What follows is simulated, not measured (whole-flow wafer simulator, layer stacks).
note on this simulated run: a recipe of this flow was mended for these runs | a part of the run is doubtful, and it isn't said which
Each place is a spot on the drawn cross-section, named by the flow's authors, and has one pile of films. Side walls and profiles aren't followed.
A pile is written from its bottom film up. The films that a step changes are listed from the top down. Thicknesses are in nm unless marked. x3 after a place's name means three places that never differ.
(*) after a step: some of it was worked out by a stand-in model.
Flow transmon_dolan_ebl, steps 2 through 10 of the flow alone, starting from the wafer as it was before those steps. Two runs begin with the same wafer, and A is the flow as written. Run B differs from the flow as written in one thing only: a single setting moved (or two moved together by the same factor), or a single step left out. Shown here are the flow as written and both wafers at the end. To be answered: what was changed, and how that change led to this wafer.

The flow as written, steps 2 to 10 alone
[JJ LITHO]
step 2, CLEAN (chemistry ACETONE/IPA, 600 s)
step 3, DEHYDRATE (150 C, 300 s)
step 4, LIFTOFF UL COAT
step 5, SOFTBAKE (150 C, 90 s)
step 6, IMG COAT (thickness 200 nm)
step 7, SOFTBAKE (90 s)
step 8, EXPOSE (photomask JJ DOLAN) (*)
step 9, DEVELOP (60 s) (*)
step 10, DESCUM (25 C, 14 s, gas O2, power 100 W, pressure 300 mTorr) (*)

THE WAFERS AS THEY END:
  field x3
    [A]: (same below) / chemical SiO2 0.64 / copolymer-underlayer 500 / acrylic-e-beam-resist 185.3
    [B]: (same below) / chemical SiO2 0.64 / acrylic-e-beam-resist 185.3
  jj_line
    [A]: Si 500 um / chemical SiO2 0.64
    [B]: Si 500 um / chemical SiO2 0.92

The reason: step 4, LIFTOFF UL COAT, was skipped.

How this came from the change, step by step:
  step 9, DEVELOP (60 s) (*)
      jj_line: A -200 acrylic-e-beam-resist (all of it), -500 copolymer-underlayer (all of it) | B -200 acrylic-e-beam-resist (all of it)
